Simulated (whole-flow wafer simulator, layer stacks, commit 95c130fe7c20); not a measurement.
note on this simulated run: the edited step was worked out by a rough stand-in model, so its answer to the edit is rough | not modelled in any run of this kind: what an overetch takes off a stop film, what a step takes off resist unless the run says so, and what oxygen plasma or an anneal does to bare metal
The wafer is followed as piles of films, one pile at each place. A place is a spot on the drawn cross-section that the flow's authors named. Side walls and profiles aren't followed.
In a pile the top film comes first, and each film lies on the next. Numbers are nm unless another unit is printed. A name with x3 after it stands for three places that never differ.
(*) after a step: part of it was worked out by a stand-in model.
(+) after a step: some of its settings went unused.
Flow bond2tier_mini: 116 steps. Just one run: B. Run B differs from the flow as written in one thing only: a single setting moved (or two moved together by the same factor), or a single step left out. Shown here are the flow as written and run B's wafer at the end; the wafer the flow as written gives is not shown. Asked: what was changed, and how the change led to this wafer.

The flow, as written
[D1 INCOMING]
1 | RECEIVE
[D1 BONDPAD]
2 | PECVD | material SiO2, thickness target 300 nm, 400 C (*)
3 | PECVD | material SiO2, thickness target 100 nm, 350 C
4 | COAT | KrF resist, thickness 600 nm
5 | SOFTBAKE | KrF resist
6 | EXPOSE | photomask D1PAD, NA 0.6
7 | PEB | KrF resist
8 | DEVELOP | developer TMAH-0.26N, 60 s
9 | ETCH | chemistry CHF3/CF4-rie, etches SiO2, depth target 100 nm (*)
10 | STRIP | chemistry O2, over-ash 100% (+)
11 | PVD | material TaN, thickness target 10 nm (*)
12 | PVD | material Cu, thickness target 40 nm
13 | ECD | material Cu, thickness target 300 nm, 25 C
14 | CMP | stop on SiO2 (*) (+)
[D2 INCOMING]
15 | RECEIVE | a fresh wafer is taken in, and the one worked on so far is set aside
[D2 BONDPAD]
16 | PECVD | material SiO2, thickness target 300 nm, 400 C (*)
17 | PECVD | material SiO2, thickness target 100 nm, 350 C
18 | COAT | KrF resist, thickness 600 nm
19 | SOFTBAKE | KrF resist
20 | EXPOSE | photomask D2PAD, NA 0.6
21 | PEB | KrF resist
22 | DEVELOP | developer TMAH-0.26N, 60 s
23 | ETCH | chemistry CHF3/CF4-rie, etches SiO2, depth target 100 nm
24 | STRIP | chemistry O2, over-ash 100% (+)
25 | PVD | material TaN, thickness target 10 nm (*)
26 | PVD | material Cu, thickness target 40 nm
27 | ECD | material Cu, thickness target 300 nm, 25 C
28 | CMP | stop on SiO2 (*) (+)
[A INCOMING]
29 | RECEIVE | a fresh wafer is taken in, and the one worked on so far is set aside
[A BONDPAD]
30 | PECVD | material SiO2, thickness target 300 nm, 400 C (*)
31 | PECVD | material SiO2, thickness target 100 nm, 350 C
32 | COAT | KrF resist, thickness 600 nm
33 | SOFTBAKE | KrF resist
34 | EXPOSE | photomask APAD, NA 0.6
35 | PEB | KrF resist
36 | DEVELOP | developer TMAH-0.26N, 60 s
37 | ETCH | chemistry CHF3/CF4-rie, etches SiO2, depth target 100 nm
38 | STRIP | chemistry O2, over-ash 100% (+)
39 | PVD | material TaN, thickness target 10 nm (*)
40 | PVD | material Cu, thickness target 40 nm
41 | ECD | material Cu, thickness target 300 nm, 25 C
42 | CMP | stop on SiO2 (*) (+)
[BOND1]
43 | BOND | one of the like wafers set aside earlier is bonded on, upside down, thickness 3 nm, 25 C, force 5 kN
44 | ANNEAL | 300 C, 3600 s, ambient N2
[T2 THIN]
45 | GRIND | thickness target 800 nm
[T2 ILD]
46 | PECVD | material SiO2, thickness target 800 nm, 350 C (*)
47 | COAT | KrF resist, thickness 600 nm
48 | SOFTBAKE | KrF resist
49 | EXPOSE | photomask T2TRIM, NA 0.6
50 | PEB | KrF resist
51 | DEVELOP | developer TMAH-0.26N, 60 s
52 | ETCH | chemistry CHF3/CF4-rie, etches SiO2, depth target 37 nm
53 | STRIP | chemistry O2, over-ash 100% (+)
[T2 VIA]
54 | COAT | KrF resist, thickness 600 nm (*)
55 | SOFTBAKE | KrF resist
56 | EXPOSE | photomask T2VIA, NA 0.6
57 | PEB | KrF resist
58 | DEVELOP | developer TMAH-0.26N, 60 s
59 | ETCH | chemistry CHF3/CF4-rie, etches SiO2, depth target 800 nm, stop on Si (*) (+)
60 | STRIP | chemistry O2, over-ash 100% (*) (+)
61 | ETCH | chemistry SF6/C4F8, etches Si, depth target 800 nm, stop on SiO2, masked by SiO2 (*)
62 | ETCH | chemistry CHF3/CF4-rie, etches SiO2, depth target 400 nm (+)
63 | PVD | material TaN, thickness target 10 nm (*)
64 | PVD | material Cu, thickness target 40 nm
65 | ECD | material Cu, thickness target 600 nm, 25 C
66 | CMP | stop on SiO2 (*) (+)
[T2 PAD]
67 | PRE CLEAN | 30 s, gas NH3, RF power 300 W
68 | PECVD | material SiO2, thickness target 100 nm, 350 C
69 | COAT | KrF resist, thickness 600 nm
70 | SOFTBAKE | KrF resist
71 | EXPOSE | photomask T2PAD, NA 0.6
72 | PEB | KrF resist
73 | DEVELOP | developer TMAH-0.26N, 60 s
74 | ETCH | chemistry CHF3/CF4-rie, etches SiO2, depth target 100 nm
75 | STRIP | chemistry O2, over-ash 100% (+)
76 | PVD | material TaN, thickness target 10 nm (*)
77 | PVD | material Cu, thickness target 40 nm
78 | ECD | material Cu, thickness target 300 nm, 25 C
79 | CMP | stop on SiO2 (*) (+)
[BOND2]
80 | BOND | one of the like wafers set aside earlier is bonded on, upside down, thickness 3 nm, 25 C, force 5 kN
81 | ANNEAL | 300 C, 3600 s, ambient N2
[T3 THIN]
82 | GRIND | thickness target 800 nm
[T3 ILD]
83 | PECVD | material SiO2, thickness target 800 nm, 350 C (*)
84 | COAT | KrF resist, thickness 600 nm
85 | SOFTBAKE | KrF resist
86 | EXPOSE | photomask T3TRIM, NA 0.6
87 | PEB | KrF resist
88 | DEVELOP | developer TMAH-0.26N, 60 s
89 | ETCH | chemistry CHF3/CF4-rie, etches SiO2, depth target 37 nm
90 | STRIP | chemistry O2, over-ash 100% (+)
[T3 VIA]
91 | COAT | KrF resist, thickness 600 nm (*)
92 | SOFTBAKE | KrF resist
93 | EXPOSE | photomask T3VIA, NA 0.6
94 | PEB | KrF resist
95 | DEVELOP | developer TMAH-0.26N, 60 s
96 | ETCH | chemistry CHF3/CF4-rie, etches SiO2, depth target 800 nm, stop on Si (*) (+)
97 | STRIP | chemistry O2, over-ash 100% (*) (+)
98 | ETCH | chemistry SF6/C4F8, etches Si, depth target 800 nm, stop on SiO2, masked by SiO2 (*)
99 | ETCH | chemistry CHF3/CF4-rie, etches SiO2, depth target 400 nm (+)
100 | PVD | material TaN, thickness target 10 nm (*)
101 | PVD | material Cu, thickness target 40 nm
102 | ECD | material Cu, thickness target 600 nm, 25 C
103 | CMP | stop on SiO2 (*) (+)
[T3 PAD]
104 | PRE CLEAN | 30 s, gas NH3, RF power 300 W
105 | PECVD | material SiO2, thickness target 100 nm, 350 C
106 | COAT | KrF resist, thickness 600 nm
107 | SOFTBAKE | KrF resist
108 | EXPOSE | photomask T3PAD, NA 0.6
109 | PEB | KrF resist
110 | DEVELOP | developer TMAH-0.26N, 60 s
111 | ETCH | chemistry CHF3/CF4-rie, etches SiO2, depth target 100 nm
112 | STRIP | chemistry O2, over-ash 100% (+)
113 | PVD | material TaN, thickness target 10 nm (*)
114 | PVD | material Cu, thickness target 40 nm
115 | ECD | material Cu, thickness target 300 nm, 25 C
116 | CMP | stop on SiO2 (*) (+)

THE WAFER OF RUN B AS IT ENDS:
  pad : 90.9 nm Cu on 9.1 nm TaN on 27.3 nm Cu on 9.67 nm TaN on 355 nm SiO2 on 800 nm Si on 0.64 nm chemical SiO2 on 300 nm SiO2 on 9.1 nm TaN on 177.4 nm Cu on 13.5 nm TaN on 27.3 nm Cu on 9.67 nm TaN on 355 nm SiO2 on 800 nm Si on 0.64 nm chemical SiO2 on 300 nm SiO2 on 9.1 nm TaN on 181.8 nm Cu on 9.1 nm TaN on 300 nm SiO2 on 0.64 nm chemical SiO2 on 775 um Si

The reason: step 76, PVD: thickness target 14.8 nm was run, whereas the flow has thickness target 10 nm.

The path from the change to this, step by step:
  76 | PVD | material TaN, thickness target 10 nm (*)
      field: TaN gains 14.8 (new film) (in the flow as written it would be: TaN gains 10 (new film))
      pad: TaN gains 13.5 (new film) (in the flow as written it would be: TaN gains 9.1 (new film))
  79 | CMP | stop on SiO2 (*) (+)
      field: Cu loses 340 (all of it), TaN loses 14.8 (all of it) (in the flow as written it would be: Cu loses 340 (all of it), TaN loses 10 (all of it))
